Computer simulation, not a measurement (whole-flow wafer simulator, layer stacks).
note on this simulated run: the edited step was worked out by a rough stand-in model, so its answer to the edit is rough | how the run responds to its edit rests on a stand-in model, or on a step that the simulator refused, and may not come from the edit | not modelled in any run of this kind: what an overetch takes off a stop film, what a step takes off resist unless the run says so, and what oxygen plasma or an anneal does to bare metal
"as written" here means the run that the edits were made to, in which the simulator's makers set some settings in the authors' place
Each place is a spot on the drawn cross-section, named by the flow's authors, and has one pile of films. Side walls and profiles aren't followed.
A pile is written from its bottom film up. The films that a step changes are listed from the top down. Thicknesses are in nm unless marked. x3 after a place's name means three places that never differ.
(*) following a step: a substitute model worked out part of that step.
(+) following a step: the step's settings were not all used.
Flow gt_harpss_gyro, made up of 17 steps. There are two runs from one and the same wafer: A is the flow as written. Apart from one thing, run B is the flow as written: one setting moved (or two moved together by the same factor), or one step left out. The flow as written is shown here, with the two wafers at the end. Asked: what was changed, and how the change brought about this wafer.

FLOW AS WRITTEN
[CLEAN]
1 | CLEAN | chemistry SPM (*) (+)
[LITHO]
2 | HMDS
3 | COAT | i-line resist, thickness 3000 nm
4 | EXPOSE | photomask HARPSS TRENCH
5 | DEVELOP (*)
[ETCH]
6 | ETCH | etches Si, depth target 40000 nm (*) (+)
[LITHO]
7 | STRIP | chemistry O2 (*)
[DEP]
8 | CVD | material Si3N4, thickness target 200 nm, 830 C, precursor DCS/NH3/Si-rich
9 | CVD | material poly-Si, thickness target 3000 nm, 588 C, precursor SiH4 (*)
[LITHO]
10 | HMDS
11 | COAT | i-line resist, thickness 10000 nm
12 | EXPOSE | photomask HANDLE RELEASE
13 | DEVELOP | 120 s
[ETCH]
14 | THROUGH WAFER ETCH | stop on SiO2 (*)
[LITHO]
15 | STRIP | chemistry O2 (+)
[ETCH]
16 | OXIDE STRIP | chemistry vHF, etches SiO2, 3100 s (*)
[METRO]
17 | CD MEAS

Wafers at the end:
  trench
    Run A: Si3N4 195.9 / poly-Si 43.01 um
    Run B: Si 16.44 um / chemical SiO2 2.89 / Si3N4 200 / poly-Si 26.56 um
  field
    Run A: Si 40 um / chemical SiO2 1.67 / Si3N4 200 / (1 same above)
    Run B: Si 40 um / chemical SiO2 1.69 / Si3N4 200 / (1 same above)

What caused this: step 6, ETCH: depth target 23560 nm was run, while the flow as written has depth target 40000 nm.

The path from the change to this, step by step:
  6 | ETCH | etches Si, depth target 40000 nm (*) (+)
      trench: A -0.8 chemical SiO2 (all of it), -40 um Si (all of it) | B -0.8 chemical SiO2 (all of it), -23.56 um Si
      field: A -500 i-line resist | B -294.5 i-line resist
  7 | STRIP | chemistry O2 (*)
      trench: A nothing | B +2.89 chemical SiO2 (new film), -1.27 Si
      field: A -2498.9 i-line resist (all of it), +0.87 chemical SiO2, -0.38 Si | B -2704.4 i-line resist (all of it), +0.89 chemical SiO2, -0.39 Si
  8 | CVD | material Si3N4, thickness target 200 nm, 830 C, precursor DCS/NH3/Si-rich
      trench: A +195.9 Si3N4 (new film) | B +200 Si3N4 (new film)
  9 | CVD | material poly-Si, thickness target 3000 nm, 588 C, precursor SiH4 (*)
      trench: A +43.01 um poly-Si (new film) | B +26.56 um poly-Si (new film)
